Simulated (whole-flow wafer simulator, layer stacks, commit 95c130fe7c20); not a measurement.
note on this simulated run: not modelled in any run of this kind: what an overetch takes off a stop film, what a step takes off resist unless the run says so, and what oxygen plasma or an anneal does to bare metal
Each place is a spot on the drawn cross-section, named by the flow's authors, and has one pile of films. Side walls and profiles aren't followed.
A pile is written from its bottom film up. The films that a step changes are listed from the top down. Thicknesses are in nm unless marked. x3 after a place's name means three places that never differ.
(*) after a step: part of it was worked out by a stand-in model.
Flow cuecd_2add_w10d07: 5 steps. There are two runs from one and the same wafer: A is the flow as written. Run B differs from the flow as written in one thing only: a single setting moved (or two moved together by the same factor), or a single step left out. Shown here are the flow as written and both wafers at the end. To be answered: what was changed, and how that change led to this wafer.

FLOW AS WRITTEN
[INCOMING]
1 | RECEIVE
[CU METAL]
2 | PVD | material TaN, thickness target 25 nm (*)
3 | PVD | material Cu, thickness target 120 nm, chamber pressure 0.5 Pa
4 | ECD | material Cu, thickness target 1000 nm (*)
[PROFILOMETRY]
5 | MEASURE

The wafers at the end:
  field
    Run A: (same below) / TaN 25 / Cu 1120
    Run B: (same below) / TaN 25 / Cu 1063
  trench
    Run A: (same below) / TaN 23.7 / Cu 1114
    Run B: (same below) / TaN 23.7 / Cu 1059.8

What caused this: step 3, PVD: thickness target 63 nm was run, whereas the flow has thickness target 120 nm.

The path from the change to this, step by step:
  3 | PVD | material Cu, thickness target 120 nm, chamber pressure 0.5 Pa
      field: A Cu gains 120 (new film) | B Cu gains 63 (new film)
      trench: A Cu gains 114 (new film) | B Cu gains 59.8 (new film)
